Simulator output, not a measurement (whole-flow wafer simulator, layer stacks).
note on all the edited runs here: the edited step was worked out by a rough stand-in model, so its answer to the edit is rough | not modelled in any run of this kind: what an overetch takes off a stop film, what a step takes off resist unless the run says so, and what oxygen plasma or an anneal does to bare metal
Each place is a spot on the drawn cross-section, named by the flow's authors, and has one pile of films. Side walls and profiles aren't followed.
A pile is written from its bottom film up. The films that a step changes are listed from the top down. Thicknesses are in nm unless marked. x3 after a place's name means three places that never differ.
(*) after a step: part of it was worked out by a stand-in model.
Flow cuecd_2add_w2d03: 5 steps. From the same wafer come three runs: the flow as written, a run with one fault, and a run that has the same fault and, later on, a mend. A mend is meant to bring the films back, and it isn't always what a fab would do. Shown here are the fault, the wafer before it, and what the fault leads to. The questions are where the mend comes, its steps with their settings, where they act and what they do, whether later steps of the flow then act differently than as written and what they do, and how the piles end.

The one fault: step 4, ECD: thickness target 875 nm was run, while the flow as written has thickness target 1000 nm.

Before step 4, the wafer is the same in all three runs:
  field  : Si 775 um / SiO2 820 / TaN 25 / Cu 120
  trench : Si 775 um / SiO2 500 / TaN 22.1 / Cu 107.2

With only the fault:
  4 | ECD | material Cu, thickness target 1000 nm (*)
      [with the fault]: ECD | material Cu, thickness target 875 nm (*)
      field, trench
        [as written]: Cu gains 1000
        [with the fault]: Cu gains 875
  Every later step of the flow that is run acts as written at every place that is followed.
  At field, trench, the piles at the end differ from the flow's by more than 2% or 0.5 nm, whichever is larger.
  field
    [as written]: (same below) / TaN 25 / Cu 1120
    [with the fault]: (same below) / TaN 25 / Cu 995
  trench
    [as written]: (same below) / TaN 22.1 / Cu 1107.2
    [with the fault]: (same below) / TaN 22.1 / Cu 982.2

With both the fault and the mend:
  After step 5 comes the mend.
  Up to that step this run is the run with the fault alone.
  5a | ECD | material Cu, thickness target 125 nm (*) (a further turn of the flow's step 4, with different settings)
      field, trench
        Cu gains 125
  Every later step of the flow that is run acts as written at every place that is followed.
  The piles end the same as the flow's at every place that both follow.
